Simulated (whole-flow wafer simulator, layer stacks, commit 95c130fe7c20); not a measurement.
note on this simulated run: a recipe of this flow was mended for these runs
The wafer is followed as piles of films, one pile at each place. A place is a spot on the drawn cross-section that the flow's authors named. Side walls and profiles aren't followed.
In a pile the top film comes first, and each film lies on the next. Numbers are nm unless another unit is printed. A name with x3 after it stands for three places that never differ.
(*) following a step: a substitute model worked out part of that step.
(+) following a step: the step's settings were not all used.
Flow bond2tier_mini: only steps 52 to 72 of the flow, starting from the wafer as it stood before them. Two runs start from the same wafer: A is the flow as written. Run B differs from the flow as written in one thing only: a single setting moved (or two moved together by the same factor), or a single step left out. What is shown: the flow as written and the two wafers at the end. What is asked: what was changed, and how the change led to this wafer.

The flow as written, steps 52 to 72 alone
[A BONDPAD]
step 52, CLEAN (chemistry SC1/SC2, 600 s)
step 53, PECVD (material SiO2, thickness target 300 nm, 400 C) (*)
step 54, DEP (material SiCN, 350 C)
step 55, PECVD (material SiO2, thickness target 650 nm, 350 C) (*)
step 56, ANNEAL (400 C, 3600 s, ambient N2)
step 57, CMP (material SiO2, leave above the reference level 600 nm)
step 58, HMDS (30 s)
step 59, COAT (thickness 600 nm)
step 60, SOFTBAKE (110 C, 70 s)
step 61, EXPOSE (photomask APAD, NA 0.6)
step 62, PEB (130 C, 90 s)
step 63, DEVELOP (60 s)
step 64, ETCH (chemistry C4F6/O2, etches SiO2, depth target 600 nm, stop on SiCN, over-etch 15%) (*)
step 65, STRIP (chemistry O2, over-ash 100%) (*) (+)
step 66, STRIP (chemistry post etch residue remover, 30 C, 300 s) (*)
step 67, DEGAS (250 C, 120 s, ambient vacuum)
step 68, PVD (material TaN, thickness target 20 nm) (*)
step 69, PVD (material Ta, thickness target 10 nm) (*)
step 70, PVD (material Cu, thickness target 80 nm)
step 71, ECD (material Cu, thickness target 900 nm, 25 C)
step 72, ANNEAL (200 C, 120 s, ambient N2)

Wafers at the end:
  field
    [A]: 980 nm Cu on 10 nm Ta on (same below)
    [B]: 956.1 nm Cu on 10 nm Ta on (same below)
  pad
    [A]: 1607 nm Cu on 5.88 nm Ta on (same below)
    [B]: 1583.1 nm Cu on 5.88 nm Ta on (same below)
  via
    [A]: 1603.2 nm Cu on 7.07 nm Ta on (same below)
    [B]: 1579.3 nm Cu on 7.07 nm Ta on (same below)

Cause: step 70, PVD: thickness target 56.1 nm was run, whereas the flow has thickness target 80 nm.

How this came from the change, step by step:
  step 70, PVD (material Cu, thickness target 80 nm)
      field: A Cu gains 80 (new film) | B Cu gains 56.1 (new film)
      pad: A Cu gains 48.4 (new film) | B Cu gains 34 (new film)
      (as well as at 1 more place)
